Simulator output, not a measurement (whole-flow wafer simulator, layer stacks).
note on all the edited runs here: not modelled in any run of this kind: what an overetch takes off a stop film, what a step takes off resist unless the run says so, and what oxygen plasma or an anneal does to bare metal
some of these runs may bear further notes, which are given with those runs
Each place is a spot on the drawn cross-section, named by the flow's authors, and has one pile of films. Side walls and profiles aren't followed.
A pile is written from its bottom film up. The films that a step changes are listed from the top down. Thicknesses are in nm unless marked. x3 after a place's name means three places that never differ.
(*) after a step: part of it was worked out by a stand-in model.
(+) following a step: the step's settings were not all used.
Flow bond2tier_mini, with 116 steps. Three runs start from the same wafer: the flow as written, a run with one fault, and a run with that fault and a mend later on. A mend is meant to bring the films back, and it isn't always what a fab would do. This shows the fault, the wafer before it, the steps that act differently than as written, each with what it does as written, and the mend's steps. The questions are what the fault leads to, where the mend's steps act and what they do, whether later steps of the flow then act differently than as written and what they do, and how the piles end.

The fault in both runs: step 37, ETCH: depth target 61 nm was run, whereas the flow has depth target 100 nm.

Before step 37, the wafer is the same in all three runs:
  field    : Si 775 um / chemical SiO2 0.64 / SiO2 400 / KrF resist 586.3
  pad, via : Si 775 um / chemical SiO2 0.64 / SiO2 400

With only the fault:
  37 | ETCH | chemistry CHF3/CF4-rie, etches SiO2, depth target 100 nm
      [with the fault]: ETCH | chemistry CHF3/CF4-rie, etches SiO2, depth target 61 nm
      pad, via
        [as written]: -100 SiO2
        [with the fault]: -61 SiO2
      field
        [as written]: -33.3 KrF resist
        [with the fault]: -20.3 KrF resist
  Later steps of the flow acting differently than as written (not shown: 1 more step that differs only slightly, by at most 2% or 0.5 nm, whichever is larger):
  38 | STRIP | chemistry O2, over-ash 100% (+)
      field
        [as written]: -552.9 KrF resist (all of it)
        [with the fault]: -565.9 KrF resist (all of it)
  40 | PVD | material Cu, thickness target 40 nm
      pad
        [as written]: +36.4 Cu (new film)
        [with the fault]: +37.8 Cu (new film)
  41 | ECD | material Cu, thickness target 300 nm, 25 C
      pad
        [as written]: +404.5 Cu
        [with the fault]: +363.8 Cu
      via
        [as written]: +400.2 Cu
        [with the fault]: +361 Cu
  At pad, the piles at the end differ from the flow's by more than 2% or 0.5 nm, whichever is larger.
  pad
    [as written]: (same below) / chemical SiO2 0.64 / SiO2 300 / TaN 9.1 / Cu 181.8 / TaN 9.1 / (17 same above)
    [with the fault]: (same below) / chemical SiO2 0.64 / SiO2 339 / TaN 9.45 / Cu 142.4 / TaN 9.1 / (17 same above)

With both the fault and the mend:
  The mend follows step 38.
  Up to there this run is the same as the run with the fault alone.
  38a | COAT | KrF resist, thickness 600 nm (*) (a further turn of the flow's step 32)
      field
        +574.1 KrF resist (new film)
      pad
        +627 KrF resist (new film)
      via
        +623.7 KrF resist (new film)
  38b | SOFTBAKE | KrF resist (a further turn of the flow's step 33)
      leaves every film unchanged at each place that is followed
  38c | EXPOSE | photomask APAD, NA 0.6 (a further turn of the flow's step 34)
      leaves every film unchanged at each place that is followed
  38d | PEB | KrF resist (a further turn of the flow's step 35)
      leaves every film unchanged at each place that is followed
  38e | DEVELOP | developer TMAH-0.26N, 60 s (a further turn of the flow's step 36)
      field
        -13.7 KrF resist
      pad
        -627 KrF resist (all of it)
      via
        -623.7 KrF resist (all of it)
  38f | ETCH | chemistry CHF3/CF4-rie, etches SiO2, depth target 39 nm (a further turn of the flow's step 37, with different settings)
      pad, via
        -39 SiO2
      field
        -13 KrF resist
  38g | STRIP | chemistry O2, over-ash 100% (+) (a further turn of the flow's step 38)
      field
        -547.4 KrF resist (all of it)
  Later steps of the flow that are run all act as written at every place that is followed.
  The piles end the same as the flow's at every place that both follow.
